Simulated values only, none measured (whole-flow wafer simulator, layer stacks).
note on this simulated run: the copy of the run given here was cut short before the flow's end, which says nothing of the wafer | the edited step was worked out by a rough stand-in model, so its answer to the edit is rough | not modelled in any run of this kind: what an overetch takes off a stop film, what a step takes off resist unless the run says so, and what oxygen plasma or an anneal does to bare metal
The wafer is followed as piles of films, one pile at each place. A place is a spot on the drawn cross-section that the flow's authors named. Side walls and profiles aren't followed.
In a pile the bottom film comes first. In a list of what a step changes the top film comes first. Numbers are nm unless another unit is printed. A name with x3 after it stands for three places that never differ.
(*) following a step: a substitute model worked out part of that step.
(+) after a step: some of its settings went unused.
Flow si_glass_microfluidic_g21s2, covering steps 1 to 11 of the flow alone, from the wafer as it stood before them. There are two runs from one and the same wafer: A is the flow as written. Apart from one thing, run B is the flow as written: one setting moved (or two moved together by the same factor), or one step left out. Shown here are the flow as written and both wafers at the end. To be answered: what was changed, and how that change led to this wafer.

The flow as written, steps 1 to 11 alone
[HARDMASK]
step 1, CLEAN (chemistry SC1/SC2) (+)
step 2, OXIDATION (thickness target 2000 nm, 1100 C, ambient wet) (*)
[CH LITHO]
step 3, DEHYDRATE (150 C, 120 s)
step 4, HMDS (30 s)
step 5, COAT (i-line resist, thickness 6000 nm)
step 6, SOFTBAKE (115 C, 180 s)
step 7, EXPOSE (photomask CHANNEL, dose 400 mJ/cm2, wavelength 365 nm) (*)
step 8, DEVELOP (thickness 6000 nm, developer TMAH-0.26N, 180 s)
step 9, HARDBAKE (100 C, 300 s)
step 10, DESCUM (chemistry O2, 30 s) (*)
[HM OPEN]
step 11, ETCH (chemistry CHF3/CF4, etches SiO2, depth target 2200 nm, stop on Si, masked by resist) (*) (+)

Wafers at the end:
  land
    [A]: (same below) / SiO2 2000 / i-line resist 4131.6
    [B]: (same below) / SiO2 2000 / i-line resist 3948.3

Cause: step 11, ETCH: depth target 2420 nm was run, while the flow as written has depth target 2200 nm.

The path from the change to this, step by step:
  step 11, ETCH (chemistry CHF3/CF4, etches SiO2, depth target 2200 nm, stop on Si, masked by resist) (*) (+)
      land: A -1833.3 i-line resist | B -2016.7 i-line resist
